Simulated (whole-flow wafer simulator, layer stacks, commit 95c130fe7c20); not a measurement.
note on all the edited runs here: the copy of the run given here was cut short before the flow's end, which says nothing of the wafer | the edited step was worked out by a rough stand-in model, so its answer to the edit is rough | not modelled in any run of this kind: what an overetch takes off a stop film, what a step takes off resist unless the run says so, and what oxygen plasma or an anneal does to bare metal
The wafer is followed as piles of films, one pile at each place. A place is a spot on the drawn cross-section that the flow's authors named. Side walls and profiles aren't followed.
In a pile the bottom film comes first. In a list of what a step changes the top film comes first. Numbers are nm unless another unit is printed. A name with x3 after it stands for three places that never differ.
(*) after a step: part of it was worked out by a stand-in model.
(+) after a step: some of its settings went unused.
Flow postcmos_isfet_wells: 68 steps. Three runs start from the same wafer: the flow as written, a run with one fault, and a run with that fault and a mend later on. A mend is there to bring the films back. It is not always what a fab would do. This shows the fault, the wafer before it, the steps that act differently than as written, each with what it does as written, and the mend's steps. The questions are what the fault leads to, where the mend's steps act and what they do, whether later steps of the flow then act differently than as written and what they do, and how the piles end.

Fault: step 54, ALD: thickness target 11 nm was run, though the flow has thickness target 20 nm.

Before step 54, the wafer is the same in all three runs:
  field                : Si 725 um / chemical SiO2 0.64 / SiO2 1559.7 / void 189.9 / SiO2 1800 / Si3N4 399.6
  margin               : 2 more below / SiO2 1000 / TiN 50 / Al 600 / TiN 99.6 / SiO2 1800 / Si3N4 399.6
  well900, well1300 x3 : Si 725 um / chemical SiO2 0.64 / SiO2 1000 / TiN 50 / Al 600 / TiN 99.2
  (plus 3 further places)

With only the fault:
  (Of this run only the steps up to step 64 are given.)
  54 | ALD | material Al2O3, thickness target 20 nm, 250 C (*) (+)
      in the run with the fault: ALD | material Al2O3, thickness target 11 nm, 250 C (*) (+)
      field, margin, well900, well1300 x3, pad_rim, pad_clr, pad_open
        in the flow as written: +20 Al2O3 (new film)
        in the run with the fault: +11 Al2O3 (new film)
  Later steps of the flow up to step 64 that are run all act as written at every place that is followed, up to a difference of at most 2% or 0.5 nm, whichever is larger.
  Once step 64 is done, the piles at field, margin, pad_rim, pad_clr, pad_open depart from the flow's by more than 2% or 0.5 nm, whichever is larger.
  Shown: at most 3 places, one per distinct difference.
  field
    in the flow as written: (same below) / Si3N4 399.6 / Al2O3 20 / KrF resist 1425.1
    in the run with the fault: (same below) / Si3N4 399.6 / Al2O3 11 / KrF resist 1403.2
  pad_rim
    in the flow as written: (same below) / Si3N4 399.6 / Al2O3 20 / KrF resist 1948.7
    in the run with the fault: (same below) / Si3N4 399.6 / Al2O3 11 / KrF resist 1947.2
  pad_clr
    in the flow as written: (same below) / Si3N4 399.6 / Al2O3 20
    in the run with the fault: (same below) / Si3N4 399.6 / Al2O3 11

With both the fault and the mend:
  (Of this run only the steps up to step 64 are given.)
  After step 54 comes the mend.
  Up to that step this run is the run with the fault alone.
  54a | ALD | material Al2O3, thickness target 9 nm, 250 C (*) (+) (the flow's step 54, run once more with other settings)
      field, margin, well900, well1300 x3, pad_rim, pad_clr, pad_open
        +9 Al2O3
  Later steps of the flow up to step 64 that are run all act as written at every place that is followed.
  Once step 64 is done, the piles equal the flow's at every place that both follow.
